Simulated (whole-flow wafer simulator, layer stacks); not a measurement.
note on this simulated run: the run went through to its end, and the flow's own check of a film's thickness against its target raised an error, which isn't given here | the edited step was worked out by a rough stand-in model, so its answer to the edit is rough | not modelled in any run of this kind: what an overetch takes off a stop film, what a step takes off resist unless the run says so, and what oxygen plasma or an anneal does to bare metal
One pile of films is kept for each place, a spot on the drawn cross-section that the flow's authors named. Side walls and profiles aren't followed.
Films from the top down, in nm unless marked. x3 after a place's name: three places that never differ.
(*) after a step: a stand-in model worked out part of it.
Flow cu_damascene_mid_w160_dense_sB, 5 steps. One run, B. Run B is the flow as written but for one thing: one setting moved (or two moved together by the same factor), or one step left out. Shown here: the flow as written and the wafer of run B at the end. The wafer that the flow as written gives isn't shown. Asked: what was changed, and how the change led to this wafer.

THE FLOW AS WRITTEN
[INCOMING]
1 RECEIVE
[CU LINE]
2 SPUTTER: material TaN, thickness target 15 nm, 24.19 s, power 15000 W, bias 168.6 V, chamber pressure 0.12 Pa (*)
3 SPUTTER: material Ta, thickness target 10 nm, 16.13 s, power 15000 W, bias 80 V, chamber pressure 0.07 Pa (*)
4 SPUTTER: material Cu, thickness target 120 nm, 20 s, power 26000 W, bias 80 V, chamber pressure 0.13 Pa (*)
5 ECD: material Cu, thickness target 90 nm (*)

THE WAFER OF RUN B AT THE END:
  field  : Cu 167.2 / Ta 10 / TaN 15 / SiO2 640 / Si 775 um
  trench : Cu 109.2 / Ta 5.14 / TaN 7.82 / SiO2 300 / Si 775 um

The cause: step 5, ECD: thickness target 47.2 nm was run, where the flow has thickness target 90 nm.

How the change led to this, step by step:
  5 ECD: material Cu, thickness target 90 nm (*)
      field: Cu +47.2 (as written it would be: Cu +90)
      trench: Cu +47.2 (as written it would be: Cu +500)
